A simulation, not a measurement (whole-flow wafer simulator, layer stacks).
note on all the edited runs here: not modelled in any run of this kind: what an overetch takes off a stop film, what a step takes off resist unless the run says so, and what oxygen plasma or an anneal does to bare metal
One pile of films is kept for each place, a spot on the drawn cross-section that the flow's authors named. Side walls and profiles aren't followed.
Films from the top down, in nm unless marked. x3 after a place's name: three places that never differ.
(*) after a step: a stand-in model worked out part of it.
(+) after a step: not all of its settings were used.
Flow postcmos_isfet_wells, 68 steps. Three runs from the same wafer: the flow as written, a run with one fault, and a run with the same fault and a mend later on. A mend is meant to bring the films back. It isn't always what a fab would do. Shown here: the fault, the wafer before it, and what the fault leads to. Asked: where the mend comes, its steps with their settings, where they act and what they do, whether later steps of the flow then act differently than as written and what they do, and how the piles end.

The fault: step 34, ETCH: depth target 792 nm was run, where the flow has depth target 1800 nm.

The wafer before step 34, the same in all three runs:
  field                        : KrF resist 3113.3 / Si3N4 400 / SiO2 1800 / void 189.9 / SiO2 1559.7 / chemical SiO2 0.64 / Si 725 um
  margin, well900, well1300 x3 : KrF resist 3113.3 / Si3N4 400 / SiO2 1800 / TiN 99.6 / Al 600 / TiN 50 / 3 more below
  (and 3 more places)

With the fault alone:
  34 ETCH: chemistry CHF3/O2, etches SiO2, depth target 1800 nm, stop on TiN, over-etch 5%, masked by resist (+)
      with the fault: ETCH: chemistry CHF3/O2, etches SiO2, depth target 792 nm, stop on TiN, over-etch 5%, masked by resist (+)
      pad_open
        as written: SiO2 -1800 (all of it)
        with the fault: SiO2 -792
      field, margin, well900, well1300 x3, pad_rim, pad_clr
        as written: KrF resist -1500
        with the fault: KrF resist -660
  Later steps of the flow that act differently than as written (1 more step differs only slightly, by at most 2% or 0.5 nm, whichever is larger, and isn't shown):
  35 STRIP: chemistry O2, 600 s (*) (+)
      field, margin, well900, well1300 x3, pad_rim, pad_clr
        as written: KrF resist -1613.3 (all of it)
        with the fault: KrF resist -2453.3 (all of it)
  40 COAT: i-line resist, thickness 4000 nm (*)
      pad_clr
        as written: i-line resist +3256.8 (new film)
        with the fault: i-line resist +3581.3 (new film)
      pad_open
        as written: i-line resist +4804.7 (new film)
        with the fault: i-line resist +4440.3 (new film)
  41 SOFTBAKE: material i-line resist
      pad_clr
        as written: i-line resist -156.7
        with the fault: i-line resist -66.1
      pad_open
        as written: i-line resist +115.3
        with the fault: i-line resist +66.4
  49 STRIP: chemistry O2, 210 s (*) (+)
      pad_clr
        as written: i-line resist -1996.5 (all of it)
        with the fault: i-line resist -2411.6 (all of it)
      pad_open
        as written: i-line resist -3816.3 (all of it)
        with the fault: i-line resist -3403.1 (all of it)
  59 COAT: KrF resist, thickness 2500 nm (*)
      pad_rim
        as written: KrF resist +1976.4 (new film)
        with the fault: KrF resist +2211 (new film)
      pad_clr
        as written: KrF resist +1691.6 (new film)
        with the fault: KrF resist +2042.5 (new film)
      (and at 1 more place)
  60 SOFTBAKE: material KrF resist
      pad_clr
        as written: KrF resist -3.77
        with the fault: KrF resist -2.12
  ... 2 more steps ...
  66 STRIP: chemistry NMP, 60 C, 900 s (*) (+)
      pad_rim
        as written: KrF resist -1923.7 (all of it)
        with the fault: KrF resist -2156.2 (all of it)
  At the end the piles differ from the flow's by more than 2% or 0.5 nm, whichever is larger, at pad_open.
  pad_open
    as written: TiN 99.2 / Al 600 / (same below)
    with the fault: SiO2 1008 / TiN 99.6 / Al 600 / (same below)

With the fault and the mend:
  The mend comes after step 34.
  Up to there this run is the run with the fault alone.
  34a ETCH: chemistry CHF3/O2, etches SiO2, depth target 1008 nm, stop on TiN, over-etch 5%, masked by resist (the flow's step 34 once more, with other settings)
      field, margin, well900, well1300 x3, pad_rim, pad_clr
        KrF resist -840
      pad_open
        SiO2 -1008 (all of it)
  No later step of the flow acts differently than as written at any place that is followed.
  At the end the piles are the same as the flow's at every place that both follow.
